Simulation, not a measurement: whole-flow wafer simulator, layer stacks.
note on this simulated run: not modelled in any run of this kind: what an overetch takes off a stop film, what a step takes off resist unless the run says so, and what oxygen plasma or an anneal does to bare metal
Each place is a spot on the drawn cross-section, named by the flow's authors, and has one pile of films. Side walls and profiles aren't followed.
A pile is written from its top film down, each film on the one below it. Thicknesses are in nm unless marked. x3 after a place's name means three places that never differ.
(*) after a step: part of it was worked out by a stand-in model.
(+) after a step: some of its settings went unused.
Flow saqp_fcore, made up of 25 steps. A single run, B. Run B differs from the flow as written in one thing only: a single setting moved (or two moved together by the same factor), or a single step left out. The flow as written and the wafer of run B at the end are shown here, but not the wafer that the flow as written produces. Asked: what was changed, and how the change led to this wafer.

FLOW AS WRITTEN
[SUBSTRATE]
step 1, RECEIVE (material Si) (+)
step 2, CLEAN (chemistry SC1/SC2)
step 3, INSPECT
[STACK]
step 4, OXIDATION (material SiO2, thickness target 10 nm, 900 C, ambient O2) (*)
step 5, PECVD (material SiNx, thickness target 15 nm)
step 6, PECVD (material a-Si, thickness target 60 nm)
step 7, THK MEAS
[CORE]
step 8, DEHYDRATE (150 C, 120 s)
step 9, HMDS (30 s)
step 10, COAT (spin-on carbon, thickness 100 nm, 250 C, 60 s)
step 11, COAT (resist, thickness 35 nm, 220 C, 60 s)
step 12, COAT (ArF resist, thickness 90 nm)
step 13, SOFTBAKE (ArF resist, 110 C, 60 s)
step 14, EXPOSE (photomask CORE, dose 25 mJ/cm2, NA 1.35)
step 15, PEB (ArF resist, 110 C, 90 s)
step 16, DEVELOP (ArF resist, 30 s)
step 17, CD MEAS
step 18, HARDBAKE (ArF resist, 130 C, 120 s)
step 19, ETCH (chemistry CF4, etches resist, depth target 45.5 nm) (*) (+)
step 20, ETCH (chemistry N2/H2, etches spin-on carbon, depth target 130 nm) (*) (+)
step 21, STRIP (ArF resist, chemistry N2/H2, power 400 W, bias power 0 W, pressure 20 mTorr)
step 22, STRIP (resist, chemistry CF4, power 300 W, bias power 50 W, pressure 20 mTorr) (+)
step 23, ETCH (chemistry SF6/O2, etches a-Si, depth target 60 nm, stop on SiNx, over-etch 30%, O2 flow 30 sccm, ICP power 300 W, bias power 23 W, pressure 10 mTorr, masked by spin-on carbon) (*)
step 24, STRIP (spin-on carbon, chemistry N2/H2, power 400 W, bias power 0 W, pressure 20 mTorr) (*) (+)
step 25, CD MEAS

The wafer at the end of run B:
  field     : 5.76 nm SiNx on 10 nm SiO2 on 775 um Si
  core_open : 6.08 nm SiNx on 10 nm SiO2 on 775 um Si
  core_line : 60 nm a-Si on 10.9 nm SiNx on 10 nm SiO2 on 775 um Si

The reason: step 5, PECVD: thickness target 10.9 nm was run, whereas the flow has thickness target 15 nm.
The wafer lets one read it off: core_line has SiNx 10.9, and step 5 as written asks for 15 nm.

How this came from the change, step by step:
  step 5, PECVD (material SiNx, thickness target 15 nm)
      field, core_open, core_line: SiNx gains 10.9 (new film) (as written it would have been: SiNx gains 15 (new film))
